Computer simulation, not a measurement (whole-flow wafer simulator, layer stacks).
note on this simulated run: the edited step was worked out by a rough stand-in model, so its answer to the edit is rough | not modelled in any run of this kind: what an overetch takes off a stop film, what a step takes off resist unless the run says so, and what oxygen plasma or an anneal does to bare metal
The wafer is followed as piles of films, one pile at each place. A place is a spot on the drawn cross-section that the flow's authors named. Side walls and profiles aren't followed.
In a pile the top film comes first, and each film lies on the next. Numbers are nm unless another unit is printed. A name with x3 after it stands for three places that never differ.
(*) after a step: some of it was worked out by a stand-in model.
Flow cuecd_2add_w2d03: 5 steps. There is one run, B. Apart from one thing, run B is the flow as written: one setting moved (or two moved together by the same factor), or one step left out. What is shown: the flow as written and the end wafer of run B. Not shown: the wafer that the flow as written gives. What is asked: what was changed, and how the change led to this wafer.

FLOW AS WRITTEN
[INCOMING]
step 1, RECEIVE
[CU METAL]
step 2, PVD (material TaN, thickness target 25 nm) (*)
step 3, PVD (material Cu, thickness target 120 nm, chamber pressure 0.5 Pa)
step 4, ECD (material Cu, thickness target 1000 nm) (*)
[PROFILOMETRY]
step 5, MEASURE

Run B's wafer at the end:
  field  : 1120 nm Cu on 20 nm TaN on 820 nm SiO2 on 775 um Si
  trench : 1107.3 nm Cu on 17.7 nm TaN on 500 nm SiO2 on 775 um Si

What caused this: step 2, PVD: thickness target 20 nm was run, while the flow as written has thickness target 25 nm.
The wafer lets one read it off: field has TaN 20, and step 2 as written asks for 25 nm.

How this came from the change, step by step:
  step 2, PVD (material TaN, thickness target 25 nm) (*)
      field: +20 TaN (new film) (in the flow as written it would be: +25 TaN (new film))
      trench: +17.7 TaN (new film) (in the flow as written it would be: +22.1 TaN (new film))
